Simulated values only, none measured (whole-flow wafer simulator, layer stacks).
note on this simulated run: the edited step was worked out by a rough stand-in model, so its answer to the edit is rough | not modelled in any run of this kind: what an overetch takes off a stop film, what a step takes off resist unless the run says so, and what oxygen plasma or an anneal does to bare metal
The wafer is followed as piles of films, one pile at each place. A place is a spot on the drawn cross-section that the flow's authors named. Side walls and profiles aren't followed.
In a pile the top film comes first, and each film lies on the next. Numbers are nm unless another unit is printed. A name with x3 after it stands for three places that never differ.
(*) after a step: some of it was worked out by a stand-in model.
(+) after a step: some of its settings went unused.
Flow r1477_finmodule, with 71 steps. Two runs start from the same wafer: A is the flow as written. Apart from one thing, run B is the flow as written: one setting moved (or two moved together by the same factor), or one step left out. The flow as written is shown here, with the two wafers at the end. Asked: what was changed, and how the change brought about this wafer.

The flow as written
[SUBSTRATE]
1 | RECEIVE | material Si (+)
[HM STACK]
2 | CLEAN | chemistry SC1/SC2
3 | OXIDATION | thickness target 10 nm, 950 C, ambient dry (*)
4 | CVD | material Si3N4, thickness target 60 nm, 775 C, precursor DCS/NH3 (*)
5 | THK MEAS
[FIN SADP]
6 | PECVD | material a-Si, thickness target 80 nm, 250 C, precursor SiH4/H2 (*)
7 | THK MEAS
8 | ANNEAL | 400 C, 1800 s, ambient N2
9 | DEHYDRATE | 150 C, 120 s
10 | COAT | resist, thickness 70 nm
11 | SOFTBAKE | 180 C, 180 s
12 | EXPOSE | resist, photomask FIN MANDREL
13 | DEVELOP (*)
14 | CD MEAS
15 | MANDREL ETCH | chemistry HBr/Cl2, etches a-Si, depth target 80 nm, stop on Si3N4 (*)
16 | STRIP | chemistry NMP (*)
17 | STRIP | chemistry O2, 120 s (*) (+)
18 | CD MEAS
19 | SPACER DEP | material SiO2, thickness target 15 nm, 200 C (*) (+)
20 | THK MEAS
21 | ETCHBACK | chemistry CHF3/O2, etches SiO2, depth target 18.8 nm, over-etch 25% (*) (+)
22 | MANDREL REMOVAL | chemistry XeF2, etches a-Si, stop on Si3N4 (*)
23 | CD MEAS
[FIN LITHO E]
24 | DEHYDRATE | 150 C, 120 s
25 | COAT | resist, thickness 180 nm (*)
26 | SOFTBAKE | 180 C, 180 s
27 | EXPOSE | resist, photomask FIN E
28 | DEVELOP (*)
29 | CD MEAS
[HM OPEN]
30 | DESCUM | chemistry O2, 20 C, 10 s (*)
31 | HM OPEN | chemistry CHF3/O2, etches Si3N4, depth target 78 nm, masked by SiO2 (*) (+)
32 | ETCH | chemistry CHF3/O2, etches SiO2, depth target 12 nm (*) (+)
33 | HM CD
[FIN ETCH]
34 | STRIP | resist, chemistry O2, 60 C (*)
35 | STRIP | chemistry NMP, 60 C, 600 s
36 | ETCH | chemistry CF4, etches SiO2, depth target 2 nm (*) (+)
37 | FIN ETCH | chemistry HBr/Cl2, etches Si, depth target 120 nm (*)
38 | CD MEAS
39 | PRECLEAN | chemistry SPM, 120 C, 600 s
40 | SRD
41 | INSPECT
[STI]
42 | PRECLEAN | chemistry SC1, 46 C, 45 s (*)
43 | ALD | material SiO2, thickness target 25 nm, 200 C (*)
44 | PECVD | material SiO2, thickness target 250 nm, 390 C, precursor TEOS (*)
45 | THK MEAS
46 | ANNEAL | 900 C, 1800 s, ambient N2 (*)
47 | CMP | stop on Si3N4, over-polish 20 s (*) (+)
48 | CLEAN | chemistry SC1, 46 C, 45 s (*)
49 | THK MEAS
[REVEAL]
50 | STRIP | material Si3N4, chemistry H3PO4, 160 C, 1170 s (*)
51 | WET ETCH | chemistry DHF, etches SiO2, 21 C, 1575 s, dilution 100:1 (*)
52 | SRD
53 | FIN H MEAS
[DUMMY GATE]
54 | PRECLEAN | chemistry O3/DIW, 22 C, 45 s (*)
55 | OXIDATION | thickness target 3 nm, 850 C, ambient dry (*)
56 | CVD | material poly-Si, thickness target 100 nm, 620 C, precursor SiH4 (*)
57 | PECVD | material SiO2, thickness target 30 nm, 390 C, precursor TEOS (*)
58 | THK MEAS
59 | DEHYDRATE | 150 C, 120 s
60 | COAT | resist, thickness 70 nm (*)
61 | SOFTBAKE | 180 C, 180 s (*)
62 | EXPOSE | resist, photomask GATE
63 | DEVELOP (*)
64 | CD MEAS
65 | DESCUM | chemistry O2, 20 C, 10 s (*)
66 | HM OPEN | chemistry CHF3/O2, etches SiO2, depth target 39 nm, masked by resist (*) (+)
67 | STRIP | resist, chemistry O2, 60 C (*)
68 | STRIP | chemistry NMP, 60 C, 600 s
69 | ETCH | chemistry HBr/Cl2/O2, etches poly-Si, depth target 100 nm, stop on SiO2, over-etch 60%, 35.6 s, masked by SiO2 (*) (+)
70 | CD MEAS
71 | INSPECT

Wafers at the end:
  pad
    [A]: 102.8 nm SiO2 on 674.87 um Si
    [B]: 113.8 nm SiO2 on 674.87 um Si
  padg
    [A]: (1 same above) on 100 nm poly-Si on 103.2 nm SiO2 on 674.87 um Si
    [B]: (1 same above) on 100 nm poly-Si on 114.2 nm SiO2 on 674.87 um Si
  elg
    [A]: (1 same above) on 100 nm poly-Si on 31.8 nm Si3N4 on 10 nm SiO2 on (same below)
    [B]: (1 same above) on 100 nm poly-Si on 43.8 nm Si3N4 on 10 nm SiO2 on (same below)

The reason: step 4, CVD: thickness target 72 nm was run, though the flow has thickness target 60 nm.

The path from the change to this, step by step:
  4 | CVD | material Si3N4, thickness target 60 nm, 775 C, precursor DCS/NH3 (*)
      pad, padg, elg and 33 more: A Si3N4 gains 60 (new film) | B Si3N4 gains 72 (new film)
  31 | HM OPEN | chemistry CHF3/O2, etches Si3N4, depth target 78 nm, masked by SiO2 (*) (+)
      pad, padg, esg and 13 more: A Si3N4 loses 56.4 (all of it), SiO2 loses 10 (all of it) | B Si3N4 loses 68.4 (all of it), SiO2 loses 4.81
      s40cg, s45cg, s50cg, s40co, s45co, s50co: A Si3N4 loses 60 (all of it), SiO2 loses 9 | B Si3N4 loses 72 (all of it), SiO2 loses 3
  32 | ETCH | chemistry CHF3/O2, etches SiO2, depth target 12 nm (*) (+)
      pad, padg, e40sg and 11 more: A Si loses 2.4 | B SiO2 loses 5.19 (all of it), Si loses 1.36
      esg, eso: A Si loses 1.77 | B SiO2 loses 5.19 (all of it), Si loses 1.36
      (also at 6 further places)
  43 | ALD | material SiO2, thickness target 25 nm, 200 C (*)
      s40cg, s45cg, s50cg, s40co, s45co, s50co: A SiO2 gains 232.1 (new film) | B SiO2 gains 242.9 (new film)
      esg: A SiO2 gains 194.3 (new film) | B SiO2 gains 205.8 (new film)
  47 | CMP | stop on Si3N4, over-polish 20 s (*) (+)
      pad, padg, e40sg and 11 more: A SiO2 loses 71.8 | B SiO2 loses 60.8
      eso: A SiO2 loses 72.4 | B SiO2 loses 60.8
  50 | STRIP | material Si3N4, chemistry H3PO4, 160 C, 1170 s (*)
      s40sg_line, s45sg_line, s50sg_line, s40so_line, s45so_line, s50so_line: A Si3N4 loses 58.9 (all of it), SiO2 loses 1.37 | B Si3N4 loses 70.9 (all of it), SiO2 loses 0.99
  56 | CVD | material poly-Si, thickness target 100 nm, 620 C, precursor SiH4 (*)
      s40cg, s40co: A poly-Si gains 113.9 (new film) | B poly-Si gains 101.9 (new film)
      s45cg, s45co: A poly-Si gains 113.4 (new film) | B poly-Si gains 101.4 (new film)
      (also at 2 further places)
  60 | COAT | resist, thickness 70 nm (*)
      s40sg, s40so: A resist gains 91 (new film) | B resist gains 79.6 (new film)
      s45sg, s45so: A resist gains 91 (new film) | B resist gains 79.4 (new film)
      (also at 2 further places)
  63 | DEVELOP (*)
      s40so: A resist loses 91 (all of it) | B resist loses 79.6 (all of it)
      s45so: A resist loses 91 (all of it) | B resist loses 79.4 (all of it)
      (also at 1 further place)
  67 | STRIP | resist, chemistry O2, 60 C (*)
      s40sg: A resist loses 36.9 (all of it) | B resist loses 25.5 (all of it)
      s45sg: A resist loses 36.9 (all of it) | B resist loses 25.3 (all of it)
      (also at 1 further place)
  69 | ETCH | chemistry HBr/Cl2/O2, etches poly-Si, depth target 100 nm, stop on SiO2, over-etch 60%, 35.6 s, masked by SiO2 (*) (+)
      s40co: A chemical SiO2 loses 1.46 (all of it), poly-Si loses 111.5 (all of it), SiO2 loses 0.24 | B chemical SiO2 loses 1.46 (all of it), poly-Si loses 99.5 (all of it), SiO2 loses 0.33
      s45co: A chemical SiO2 loses 1.46 (all of it), poly-Si loses 110.9 (all of it), SiO2 loses 0.25 | B chemical SiO2 loses 1.46 (all of it), poly-Si loses 98.9 (all of it), SiO2 loses 0.35
      (also at 1 further place)
